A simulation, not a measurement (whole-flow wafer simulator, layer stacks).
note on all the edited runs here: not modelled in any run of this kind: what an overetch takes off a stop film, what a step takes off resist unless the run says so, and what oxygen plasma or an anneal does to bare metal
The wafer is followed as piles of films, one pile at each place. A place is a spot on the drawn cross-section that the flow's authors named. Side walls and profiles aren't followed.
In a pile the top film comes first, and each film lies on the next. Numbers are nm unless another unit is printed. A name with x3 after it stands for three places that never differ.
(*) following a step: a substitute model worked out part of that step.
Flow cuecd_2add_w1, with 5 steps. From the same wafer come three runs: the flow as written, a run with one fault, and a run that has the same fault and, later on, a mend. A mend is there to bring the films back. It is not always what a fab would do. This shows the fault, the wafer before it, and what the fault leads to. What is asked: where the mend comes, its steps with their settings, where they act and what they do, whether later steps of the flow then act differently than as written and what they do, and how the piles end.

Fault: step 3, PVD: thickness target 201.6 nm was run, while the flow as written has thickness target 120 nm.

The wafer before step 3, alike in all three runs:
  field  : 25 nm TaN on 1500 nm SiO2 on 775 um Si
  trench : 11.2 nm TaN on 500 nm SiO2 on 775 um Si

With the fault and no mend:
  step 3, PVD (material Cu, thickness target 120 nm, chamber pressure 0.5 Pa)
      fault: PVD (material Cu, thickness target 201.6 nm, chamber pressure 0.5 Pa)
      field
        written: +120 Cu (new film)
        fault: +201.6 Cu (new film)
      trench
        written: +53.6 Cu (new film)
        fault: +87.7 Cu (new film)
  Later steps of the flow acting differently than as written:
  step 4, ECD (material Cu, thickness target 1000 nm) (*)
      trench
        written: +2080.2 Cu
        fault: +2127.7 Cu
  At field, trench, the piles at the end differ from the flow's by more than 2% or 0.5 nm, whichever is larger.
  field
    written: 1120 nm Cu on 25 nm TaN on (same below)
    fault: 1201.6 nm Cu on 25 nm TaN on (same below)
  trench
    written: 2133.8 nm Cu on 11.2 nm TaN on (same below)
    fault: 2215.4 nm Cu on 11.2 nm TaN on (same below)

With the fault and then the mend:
  After step 3 comes the mend.
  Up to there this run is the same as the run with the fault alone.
  step 3a, ETCH (chemistry cu recess dil, depth target 230.8 nm)
      field
        -201.6 Cu (all of it)
      trench
        -87.7 Cu (all of it)
  step 3b, PVD (material Cu, thickness target 120 nm, chamber pressure 0.5 Pa) (the flow's step 3, run once more)
      field
        +120 Cu (new film)
      trench
        +53.6 Cu (new film)
  Later steps of the flow that are run all act as written at every place that is followed.
  By the end, the piles equal the flow's at every place that both follow.
